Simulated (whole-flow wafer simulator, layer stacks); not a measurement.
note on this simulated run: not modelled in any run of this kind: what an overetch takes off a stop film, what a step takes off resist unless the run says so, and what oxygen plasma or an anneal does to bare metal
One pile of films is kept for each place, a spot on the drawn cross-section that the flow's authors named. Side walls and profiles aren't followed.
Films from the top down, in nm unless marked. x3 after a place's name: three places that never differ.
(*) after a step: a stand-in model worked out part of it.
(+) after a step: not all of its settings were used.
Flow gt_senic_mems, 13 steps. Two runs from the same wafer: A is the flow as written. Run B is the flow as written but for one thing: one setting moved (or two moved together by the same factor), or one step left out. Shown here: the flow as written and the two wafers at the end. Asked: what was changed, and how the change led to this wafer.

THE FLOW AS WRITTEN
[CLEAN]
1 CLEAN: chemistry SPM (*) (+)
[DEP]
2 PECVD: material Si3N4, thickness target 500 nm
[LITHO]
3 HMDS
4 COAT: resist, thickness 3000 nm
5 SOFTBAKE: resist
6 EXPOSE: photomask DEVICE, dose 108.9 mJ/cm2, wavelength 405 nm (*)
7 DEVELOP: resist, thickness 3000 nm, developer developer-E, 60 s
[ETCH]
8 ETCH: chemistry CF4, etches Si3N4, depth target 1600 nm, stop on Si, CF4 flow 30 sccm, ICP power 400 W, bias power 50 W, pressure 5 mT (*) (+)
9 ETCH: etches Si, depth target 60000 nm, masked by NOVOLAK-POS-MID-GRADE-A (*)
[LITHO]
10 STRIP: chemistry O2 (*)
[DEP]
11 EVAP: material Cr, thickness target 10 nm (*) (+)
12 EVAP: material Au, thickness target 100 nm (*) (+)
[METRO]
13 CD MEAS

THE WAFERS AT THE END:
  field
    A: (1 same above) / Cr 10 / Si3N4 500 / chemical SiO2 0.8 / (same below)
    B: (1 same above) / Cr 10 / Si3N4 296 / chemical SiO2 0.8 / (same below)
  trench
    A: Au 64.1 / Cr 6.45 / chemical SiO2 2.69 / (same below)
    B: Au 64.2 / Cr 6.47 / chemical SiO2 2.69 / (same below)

The cause: step 2, PECVD: thickness target 296 nm was run, where the flow has thickness target 500 nm.
It can be read off the wafer: field has Si3N4 296, and step 2 as written asks for 500 nm.

How the change led to this, step by step:
  2 PECVD: material Si3N4, thickness target 500 nm
      field, trench: A Si3N4 +500 (new film) | B Si3N4 +296 (new film)
  8 ETCH: chemistry CF4, etches Si3N4, depth target 1600 nm, stop on Si, CF4 flow 30 sccm, ICP power 400 W, bias power 50 W, pressure 5 mT (*) (+)
      field: A resist -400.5 | B resist -264.5
      trench: A Si3N4 -500 (all of it), chemical SiO2 -0.8 (all of it) | B Si3N4 -296 (all of it), chemical SiO2 -0.8 (all of it)
  10 STRIP: chemistry O2 (*)
      field: A resist -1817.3 (all of it) | B resist -1953.3 (all of it)
